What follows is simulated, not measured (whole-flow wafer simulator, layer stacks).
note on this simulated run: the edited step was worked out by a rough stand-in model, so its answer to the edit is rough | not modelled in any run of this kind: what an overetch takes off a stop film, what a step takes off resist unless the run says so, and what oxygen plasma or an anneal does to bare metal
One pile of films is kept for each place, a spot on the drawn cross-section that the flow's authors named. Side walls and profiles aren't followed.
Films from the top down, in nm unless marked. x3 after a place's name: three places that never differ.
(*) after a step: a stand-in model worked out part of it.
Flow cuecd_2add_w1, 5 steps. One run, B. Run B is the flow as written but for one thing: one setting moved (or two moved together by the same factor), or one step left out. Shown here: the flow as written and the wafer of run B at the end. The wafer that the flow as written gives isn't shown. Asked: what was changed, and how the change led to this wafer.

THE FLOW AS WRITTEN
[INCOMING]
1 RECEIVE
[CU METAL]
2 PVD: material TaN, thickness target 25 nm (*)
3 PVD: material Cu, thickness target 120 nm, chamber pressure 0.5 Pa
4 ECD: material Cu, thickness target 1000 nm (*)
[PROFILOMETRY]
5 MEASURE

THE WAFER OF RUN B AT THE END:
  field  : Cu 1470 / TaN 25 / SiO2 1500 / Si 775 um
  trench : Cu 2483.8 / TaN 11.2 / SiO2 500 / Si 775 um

The cause: step 4, ECD: thickness target 1350 nm was run, where the flow has thickness target 1000 nm.

How the change led to this, step by step:
  4 ECD: material Cu, thickness target 1000 nm (*)
      field: Cu +1350 (as written it would be: Cu +1000)
      trench: Cu +2430.2 (as written it would be: Cu +2080.2)
